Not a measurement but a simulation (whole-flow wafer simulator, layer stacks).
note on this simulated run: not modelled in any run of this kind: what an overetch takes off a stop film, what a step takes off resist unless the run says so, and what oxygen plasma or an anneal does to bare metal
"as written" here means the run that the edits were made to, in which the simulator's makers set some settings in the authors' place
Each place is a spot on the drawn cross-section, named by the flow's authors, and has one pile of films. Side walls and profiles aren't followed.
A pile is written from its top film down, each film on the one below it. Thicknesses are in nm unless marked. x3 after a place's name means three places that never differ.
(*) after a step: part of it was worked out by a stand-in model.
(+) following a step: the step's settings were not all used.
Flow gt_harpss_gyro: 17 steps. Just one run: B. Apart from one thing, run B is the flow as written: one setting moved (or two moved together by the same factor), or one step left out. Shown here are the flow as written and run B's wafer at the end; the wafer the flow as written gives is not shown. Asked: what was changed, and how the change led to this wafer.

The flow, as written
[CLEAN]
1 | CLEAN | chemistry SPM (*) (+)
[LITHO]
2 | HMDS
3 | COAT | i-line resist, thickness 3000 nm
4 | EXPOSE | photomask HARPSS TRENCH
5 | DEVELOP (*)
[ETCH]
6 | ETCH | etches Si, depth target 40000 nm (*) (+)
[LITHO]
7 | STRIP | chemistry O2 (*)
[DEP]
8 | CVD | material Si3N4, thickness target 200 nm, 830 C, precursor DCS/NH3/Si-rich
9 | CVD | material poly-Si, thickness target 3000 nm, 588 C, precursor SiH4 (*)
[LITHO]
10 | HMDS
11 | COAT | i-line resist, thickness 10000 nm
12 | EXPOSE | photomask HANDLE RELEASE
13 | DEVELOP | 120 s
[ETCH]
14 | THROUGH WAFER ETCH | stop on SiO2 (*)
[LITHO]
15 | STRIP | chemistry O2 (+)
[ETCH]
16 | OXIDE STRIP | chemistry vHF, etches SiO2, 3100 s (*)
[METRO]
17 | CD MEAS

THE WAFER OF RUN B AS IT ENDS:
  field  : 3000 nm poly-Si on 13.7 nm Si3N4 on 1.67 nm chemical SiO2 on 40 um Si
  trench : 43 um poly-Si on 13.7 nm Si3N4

The reason: step 8, CVD: 670 C was run, whereas the flow has 830 C.

Step by step, how the change led to this:
  8 | CVD | material Si3N4, thickness target 200 nm, 830 C, precursor DCS/NH3/Si-rich
      field: +13.7 Si3N4 (new film) (as written it would have been: +200 Si3N4 (new film))
      trench: +13.7 Si3N4 (new film) (as written it would have been: +195.9 Si3N4 (new film))
  9 | CVD | material poly-Si, thickness target 3000 nm, 588 C, precursor SiH4 (*)
      trench: +43 um poly-Si (new film) (as written it would have been: +43.01 um poly-Si (new film))
